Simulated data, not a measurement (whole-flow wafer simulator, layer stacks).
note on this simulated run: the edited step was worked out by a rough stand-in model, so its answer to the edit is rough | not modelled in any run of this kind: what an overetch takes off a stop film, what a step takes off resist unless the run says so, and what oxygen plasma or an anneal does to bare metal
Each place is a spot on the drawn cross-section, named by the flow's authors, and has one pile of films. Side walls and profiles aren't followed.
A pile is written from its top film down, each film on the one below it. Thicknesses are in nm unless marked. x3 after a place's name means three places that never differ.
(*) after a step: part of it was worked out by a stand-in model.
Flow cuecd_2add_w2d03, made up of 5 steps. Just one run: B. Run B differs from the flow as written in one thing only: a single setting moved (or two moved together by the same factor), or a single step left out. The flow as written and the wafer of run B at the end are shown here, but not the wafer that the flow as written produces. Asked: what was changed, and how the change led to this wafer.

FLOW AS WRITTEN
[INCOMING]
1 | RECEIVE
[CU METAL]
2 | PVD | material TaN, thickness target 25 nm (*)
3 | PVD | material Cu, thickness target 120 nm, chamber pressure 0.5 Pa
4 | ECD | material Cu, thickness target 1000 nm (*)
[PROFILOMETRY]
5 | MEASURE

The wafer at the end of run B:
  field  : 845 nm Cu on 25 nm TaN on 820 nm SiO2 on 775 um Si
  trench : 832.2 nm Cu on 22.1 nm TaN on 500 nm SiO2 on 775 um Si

What caused this: step 4, ECD: thickness target 725 nm was run, while the flow as written has thickness target 1000 nm.

The path from the change to this, step by step:
  4 | ECD | material Cu, thickness target 1000 nm (*)
      field, trench: Cu gains 725 (in the flow as written it would be: Cu gains 1000)
